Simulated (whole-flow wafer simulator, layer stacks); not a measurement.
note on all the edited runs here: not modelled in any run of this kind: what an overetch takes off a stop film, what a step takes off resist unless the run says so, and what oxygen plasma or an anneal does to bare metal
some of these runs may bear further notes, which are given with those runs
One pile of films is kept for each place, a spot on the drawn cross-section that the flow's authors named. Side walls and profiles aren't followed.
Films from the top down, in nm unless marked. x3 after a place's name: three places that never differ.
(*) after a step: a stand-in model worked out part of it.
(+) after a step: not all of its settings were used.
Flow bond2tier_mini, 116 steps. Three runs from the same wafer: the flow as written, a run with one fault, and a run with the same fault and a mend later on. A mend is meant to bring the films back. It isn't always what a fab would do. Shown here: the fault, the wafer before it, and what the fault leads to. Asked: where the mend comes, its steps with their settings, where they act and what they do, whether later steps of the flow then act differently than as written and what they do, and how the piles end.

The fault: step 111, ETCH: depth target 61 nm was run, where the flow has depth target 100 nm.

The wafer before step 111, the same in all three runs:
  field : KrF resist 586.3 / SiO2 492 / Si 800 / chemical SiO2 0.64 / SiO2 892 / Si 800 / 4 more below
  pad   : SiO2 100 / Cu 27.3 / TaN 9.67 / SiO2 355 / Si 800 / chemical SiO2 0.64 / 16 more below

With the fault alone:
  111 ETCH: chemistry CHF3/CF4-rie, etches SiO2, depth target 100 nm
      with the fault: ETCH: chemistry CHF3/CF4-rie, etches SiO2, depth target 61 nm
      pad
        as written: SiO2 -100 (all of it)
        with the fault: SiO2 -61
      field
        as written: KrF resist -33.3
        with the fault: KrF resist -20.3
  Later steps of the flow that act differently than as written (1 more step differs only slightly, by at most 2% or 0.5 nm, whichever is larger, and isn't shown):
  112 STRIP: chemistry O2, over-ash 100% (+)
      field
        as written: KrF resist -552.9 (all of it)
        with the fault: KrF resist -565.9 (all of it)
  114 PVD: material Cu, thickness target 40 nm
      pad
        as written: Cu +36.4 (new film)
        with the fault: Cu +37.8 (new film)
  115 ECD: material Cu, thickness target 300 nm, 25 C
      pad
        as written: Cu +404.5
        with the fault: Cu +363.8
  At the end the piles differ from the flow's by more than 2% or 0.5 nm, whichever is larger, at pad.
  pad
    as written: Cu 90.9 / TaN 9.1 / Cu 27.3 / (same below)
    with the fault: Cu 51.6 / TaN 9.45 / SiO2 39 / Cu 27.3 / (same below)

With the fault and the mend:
  The mend comes after step 112.
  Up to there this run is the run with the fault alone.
  112a COAT: KrF resist, thickness 600 nm (*) (the flow's step 106 once more)
      field
        KrF resist +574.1 (new film)
      pad
        KrF resist +627 (new film)
  112b SOFTBAKE: KrF resist (the flow's step 107 once more)
      changes no film at any place that is followed
  112c EXPOSE: photomask T3PAD, NA 0.6 (the flow's step 108 once more)
      changes no film at any place that is followed
  112d PEB: KrF resist (the flow's step 109 once more)
      changes no film at any place that is followed
  112e DEVELOP: developer TMAH-0.26N, 60 s (the flow's step 110 once more)
      field
        KrF resist -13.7
      pad
        KrF resist -627 (all of it)
  112f ETCH: chemistry CHF3/CF4-rie, etches SiO2, depth target 39 nm (the flow's step 111 once more, with other settings)
      field
        KrF resist -13
      pad
        SiO2 -39 (all of it)
  112g STRIP: chemistry O2, over-ash 100% (+) (the flow's step 112 once more)
      field
        KrF resist -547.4 (all of it)
  No later step of the flow acts differently than as written at any place that is followed.
  At the end the piles are the same as the flow's at every place that both follow.
